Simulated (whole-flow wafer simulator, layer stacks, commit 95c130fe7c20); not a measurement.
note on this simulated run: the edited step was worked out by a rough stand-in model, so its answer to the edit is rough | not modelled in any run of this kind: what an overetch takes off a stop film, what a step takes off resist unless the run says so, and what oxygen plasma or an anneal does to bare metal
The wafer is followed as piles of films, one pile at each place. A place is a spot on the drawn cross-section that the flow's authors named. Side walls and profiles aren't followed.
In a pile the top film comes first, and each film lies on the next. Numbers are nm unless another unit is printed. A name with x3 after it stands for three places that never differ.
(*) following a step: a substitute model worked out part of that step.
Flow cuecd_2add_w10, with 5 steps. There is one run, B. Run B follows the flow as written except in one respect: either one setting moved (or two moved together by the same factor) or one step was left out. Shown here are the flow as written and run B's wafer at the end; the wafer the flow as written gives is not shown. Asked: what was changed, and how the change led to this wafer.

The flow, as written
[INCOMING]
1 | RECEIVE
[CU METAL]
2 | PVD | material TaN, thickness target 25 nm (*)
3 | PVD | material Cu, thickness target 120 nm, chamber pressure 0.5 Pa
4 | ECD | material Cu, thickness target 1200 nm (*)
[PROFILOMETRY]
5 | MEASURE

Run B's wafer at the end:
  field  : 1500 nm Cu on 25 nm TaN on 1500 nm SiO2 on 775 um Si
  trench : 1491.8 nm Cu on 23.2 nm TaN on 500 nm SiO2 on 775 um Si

The reason: step 4, ECD: thickness target 1380 nm was run, whereas the flow has thickness target 1200 nm.

The path from the change to this, step by step:
  4 | ECD | material Cu, thickness target 1200 nm (*)
      field, trench: +1380 Cu (it would be, as written: +1200 Cu)
